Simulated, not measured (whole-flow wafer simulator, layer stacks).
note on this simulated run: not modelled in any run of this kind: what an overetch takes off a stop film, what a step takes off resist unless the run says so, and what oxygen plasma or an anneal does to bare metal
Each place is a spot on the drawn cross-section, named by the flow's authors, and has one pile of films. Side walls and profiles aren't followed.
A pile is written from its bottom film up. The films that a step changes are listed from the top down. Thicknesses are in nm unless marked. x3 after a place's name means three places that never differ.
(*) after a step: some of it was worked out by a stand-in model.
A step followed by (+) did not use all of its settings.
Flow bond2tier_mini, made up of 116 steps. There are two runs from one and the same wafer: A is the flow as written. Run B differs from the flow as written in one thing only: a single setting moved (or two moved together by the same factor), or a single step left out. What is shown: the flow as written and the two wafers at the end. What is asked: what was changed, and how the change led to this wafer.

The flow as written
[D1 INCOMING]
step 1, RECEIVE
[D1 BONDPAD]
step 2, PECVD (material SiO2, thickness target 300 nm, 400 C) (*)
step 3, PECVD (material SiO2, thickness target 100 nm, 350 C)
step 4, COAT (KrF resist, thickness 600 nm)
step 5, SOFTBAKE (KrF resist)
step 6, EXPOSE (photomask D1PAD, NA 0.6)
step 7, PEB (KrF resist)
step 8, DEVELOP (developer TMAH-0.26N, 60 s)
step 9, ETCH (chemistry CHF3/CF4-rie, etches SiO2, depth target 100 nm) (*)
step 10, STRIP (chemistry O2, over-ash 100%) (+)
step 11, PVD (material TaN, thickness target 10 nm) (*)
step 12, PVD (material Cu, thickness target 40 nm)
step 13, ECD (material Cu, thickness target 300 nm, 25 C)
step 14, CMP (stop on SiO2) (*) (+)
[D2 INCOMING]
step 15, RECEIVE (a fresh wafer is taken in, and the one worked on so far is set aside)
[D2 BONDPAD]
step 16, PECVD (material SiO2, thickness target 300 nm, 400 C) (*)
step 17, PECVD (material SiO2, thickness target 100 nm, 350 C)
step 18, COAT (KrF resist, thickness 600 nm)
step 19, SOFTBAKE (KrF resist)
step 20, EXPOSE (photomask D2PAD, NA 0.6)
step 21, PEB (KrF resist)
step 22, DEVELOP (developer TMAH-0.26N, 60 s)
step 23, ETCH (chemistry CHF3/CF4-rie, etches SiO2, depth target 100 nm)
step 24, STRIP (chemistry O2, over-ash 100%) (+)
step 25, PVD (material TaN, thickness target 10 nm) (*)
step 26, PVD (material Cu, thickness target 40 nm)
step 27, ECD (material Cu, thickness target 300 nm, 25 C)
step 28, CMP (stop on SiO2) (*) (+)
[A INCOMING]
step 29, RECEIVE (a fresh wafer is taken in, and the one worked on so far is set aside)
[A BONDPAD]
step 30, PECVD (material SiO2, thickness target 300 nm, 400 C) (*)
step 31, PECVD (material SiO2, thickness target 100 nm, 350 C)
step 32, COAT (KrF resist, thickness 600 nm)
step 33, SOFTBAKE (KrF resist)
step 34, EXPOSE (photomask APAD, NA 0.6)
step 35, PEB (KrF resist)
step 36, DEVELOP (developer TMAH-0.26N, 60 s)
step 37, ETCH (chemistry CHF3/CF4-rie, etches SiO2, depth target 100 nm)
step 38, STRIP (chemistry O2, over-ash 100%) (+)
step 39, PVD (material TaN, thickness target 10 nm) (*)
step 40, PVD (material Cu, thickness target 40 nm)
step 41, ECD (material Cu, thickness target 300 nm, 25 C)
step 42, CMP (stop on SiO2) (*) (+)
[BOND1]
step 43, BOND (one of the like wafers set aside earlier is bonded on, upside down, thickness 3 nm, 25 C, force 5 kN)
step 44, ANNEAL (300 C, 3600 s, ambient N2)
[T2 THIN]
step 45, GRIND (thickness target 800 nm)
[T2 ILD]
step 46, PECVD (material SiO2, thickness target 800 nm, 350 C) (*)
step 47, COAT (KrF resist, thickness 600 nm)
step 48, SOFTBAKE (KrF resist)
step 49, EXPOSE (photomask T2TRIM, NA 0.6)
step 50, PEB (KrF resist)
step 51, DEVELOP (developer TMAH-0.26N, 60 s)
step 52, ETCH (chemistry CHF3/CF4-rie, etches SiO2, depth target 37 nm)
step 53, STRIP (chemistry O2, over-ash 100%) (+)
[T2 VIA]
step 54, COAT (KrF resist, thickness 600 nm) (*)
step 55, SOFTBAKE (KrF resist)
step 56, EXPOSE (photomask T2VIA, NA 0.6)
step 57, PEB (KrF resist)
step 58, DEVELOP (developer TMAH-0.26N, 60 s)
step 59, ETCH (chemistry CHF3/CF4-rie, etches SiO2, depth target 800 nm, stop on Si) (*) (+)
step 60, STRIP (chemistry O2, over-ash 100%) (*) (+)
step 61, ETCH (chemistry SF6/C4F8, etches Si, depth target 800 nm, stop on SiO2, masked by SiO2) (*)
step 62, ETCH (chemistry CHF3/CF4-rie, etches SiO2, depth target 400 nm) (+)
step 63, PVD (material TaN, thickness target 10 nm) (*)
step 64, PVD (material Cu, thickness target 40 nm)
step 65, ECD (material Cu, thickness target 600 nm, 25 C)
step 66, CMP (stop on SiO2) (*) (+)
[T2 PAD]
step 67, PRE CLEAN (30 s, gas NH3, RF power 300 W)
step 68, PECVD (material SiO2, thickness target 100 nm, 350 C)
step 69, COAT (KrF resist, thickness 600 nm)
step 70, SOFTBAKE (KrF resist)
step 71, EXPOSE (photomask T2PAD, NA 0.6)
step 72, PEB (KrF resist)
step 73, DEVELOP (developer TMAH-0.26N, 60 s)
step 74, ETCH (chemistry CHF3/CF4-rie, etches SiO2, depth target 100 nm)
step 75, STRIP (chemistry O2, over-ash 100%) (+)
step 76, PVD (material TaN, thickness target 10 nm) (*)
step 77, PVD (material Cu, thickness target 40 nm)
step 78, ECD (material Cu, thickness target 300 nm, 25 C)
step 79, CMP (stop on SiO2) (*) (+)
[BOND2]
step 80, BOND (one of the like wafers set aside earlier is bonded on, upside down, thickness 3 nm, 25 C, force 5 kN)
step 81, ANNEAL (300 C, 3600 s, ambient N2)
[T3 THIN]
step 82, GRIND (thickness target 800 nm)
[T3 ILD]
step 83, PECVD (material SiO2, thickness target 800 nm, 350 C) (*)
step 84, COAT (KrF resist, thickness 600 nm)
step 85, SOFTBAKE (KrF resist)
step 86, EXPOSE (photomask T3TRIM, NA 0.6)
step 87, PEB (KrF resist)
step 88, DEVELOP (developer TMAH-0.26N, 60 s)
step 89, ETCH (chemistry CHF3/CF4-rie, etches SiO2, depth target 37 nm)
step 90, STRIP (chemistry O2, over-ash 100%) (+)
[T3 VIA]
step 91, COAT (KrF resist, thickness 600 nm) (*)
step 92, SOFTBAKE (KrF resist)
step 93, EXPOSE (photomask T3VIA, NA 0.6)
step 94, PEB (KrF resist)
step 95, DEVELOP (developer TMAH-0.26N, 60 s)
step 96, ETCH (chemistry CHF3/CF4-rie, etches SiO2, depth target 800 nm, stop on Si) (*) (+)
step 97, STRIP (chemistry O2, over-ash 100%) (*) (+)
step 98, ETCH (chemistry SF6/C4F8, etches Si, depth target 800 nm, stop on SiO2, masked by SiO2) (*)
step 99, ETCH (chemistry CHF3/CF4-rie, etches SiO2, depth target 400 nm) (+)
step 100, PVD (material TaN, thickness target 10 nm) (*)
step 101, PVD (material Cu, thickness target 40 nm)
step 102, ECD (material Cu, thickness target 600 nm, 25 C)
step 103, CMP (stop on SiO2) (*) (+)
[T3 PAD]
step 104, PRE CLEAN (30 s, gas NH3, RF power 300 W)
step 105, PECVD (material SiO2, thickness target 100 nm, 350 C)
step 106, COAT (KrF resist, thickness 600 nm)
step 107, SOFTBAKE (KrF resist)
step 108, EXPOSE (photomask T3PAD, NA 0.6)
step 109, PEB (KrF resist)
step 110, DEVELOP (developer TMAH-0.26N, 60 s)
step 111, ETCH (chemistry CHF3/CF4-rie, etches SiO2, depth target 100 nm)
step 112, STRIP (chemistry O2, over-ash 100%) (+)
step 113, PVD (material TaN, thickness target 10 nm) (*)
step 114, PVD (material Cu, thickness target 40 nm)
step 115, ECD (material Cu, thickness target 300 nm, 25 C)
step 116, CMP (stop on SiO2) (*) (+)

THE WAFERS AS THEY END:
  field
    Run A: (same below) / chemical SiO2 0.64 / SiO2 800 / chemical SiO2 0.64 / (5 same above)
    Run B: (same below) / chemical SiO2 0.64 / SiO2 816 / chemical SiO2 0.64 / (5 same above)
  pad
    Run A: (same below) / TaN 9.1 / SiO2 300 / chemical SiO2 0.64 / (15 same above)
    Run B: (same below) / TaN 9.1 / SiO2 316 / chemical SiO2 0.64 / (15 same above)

The reason: step 3, PECVD: thickness target 116 nm was run, while the flow as written has thickness target 100 nm.

The path from the change to this, step by step:
  step 3, PECVD (material SiO2, thickness target 100 nm, 350 C)
      field, pad, via: A SiO2 gains 100 | B SiO2 gains 116
  step 43, BOND (one of the like wafers set aside earlier is bonded on, upside down, thickness 3 nm, 25 C, force 5 kN)
      field: A Si gains 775 um (new film), chemical SiO2 gains 0.64 (new film), SiO2 gains 400 | B Si gains 775 um (new film), chemical SiO2 gains 0.64 (new film), SiO2 gains 416
      pad: A Si gains 775 um (new film), chemical SiO2 gains 0.64 (new film), SiO2 gains 300 (new film), TaN gains 9.1 (new film), Cu gains 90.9 | B Si gains 775 um (new film), chemical SiO2 gains 0.64 (new film), SiO2 gains 316 (new film), TaN gains 9.1 (new film), Cu gains 90.9
      (also at 1 further place)
